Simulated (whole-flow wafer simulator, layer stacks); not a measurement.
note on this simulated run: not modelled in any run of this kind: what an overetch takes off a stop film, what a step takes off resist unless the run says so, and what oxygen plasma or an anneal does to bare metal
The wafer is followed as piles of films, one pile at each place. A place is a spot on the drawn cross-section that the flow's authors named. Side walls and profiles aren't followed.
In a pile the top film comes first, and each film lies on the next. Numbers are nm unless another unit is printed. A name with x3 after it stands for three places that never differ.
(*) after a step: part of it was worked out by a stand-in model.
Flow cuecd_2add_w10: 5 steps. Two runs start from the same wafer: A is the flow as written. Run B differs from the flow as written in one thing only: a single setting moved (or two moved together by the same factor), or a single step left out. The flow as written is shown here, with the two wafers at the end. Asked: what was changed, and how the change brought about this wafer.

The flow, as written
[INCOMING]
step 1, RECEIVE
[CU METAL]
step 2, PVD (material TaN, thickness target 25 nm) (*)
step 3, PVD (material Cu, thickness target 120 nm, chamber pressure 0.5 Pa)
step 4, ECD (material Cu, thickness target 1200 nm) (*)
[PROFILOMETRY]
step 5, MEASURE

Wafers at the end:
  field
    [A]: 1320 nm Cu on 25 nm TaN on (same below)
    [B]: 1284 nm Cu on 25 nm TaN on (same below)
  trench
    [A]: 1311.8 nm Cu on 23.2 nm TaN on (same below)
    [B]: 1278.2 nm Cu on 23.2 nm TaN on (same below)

Cause: step 3, PVD: thickness target 84 nm was run, whereas the flow has thickness target 120 nm.

How this came from the change, step by step:
  step 3, PVD (material Cu, thickness target 120 nm, chamber pressure 0.5 Pa)
      field: A Cu gains 120 (new film) | B Cu gains 84 (new film)
      trench: A Cu gains 111.8 (new film) | B Cu gains 78.2 (new film)
